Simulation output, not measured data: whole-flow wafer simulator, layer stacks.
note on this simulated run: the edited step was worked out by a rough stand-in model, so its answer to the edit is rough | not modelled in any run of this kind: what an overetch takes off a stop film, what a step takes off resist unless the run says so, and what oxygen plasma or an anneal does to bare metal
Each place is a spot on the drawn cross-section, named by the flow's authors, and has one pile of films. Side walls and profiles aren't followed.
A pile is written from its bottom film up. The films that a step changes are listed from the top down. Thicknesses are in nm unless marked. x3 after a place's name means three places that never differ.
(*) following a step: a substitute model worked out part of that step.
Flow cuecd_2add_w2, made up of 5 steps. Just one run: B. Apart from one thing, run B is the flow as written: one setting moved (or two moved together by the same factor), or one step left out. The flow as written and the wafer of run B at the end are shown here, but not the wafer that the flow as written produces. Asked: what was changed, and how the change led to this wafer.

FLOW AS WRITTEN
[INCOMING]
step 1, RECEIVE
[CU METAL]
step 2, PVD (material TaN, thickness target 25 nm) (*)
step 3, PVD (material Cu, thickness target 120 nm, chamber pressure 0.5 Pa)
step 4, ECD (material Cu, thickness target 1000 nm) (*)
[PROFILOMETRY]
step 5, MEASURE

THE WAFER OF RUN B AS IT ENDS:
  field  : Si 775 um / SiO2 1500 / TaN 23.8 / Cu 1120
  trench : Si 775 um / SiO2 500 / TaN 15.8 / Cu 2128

Cause: step 2, PVD: thickness target 23.8 nm was run, while the flow as written has thickness target 25 nm.
The wafer lets one read it off: field has TaN 23.8, and step 2 as written asks for 25 nm.

How this came from the change, step by step:
  step 2, PVD (material TaN, thickness target 25 nm) (*)
      field: TaN gains 23.8 (new film) (it would be, as written: TaN gains 25 (new film))
      trench: TaN gains 15.8 (new film) (it would be, as written: TaN gains 16.6 (new film))
